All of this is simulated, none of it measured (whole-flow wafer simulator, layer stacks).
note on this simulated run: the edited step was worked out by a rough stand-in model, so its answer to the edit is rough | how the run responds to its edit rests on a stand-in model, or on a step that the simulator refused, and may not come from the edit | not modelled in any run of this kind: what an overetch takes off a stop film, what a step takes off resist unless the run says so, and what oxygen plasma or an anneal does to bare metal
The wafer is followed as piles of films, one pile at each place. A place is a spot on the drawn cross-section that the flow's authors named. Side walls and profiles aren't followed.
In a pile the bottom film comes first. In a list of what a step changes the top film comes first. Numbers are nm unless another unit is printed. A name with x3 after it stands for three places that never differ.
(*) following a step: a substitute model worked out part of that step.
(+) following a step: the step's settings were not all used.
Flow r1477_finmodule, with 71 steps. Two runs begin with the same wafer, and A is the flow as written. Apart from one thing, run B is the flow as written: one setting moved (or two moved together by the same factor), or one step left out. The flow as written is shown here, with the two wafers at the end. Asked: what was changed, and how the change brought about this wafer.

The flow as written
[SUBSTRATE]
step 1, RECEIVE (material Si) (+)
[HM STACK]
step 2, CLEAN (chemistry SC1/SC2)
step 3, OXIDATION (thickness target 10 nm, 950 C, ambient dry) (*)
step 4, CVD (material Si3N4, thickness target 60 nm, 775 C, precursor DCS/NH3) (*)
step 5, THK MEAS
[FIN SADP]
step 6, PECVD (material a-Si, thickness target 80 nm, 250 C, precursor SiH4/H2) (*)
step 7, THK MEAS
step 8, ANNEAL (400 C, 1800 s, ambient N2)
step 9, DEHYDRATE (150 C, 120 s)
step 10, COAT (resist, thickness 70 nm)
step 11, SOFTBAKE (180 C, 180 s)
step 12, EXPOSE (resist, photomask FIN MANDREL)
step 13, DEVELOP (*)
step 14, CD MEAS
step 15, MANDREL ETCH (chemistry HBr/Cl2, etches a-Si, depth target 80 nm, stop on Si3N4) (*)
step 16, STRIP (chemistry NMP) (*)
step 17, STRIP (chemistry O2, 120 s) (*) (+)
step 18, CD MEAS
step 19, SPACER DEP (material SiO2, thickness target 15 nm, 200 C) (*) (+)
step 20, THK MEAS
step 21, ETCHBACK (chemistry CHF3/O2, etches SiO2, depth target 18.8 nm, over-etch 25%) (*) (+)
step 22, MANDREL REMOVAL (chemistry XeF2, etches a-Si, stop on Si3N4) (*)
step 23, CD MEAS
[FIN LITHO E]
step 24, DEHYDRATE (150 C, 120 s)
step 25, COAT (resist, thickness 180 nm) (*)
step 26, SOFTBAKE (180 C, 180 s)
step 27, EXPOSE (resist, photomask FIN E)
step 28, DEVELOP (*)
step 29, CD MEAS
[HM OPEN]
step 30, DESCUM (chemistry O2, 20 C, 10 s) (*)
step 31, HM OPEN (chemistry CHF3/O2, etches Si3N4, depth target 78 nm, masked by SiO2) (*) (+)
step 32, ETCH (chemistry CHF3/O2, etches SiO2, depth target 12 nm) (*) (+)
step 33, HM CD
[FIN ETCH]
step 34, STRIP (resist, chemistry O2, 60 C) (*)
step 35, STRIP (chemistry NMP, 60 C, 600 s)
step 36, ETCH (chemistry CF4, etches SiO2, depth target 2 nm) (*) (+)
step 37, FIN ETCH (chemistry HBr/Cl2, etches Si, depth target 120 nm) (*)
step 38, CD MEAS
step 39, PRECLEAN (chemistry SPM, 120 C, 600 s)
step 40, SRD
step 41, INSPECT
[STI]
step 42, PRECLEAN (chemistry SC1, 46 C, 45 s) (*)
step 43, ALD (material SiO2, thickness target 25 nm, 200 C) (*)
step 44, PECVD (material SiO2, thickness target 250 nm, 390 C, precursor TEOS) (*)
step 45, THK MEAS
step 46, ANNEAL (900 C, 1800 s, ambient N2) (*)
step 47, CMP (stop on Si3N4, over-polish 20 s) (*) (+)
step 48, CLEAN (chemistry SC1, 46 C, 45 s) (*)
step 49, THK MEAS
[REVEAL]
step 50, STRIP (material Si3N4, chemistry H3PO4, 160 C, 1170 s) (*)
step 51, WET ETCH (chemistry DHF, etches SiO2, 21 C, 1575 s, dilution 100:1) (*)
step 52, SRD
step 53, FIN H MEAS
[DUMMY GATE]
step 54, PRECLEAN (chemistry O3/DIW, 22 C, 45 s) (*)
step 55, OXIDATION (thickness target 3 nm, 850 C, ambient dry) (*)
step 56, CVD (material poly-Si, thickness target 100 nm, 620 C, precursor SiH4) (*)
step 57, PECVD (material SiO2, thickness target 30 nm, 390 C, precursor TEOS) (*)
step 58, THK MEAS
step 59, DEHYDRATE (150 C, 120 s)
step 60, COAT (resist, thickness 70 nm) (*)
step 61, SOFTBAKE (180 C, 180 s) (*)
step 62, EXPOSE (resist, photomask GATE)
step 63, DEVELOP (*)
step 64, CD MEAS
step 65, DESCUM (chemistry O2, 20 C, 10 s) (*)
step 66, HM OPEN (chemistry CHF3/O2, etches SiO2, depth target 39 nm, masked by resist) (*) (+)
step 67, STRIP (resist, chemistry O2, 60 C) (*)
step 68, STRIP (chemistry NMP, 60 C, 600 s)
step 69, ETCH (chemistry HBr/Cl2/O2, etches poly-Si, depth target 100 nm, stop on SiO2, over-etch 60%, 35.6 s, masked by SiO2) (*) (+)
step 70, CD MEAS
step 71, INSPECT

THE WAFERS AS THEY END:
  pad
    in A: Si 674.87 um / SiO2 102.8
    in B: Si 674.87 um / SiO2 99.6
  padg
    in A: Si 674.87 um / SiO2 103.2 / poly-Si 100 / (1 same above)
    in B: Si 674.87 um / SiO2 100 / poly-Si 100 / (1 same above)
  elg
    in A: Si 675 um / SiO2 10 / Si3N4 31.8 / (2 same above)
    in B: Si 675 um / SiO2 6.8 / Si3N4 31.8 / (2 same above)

The reason: step 3, OXIDATION: thickness target 6.8 nm was run, though the flow has thickness target 10 nm.
The wafer itself shows it: elg has SiO2 6.8, and step 3 as written asks for 10 nm.

The path from the change to this, step by step:
  step 3, OXIDATION (thickness target 10 nm, 950 C, ambient dry) (*)
      pad, padg, elg and 33 more: A +10 SiO2 (new film), -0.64 chemical SiO2 (all of it), -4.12 Si | B +6.8 SiO2 (new film), -0.64 chemical SiO2 (all of it), -2.71 Si
  step 31, HM OPEN (chemistry CHF3/O2, etches Si3N4, depth target 78 nm, masked by SiO2) (*) (+)
      s40cg, s45cg, s50cg, s40co, s45co, s50co: A -60 Si3N4 (all of it), -9 SiO2 | B -60 Si3N4 (all of it), -6.8 SiO2 (all of it)
      pad, padg, esg and 13 more: A -56.4 Si3N4 (all of it), -10 SiO2 (all of it) | B -56.4 Si3N4 (all of it), -6.8 SiO2 (all of it)
  step 32, ETCH (chemistry CHF3/O2, etches SiO2, depth target 12 nm) (*) (+)
      s40cg, s40co: A -1 SiO2 (all of it), -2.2 Si | B -2.09 Si
      s45cg, s45co: A -1 SiO2 (all of it), -2.2 Si | B -2.12 Si
      (as well as at 2 more places)
  step 47, CMP (stop on Si3N4, over-polish 20 s) (*) (+)
      pad, padg, e40sg and 11 more: A -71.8 SiO2 | B -75 SiO2
      eso: A -72.4 SiO2 | B -75.6 SiO2
  step 51, WET ETCH (chemistry DHF, etches SiO2, 21 C, 1575 s, dilution 100:1) (*)
      s40sg_line, s45sg_line, s50sg_line, s40so_line, s45so_line, s50so_line: A -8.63 SiO2 (all of it) | B -5.43 SiO2 (all of it)
  step 56, CVD (material poly-Si, thickness target 100 nm, 620 C, precursor SiH4) (*)
      s40cg, s40co: A +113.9 poly-Si (new film) | B +117.1 poly-Si (new film)
      s45cg, s45co: A +113.4 poly-Si (new film) | B +116.6 poly-Si (new film)
      (as well as at 2 more places)
  step 60, COAT (resist, thickness 70 nm) (*)
      s40sg, s40so: A +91 resist (new film) | B +94.1 resist (new film)
      s45sg, s45so: A +91 resist (new film) | B +94 resist (new film)
      (as well as at 2 more places)
  step 63, DEVELOP (*)
      s40so: A -91 resist (all of it) | B -94.1 resist (all of it)
      s45so: A -91 resist (all of it) | B -94 resist (all of it)
      (as well as at 1 more place)
  step 67, STRIP (resist, chemistry O2, 60 C) (*)
      s40sg: A -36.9 resist (all of it) | B -40 resist (all of it)
      s45sg: A -36.9 resist (all of it) | B -39.9 resist (all of it)
      (as well as at 1 more place)
  step 69, ETCH (chemistry HBr/Cl2/O2, etches poly-Si, depth target 100 nm, stop on SiO2, over-etch 60%, 35.6 s, masked by SiO2) (*) (+)
      s40co: A -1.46 chemical SiO2 (all of it), -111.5 poly-Si (all of it), -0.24 SiO2 | B -1.46 chemical SiO2 (all of it), -114.7 poly-Si (all of it), -0.23 SiO2
      s45co: A -1.46 chemical SiO2 (all of it), -110.9 poly-Si (all of it), -0.25 SiO2 | B -1.46 chemical SiO2 (all of it), -114.1 poly-Si (all of it), -0.23 SiO2
      (as well as at 1 more place)
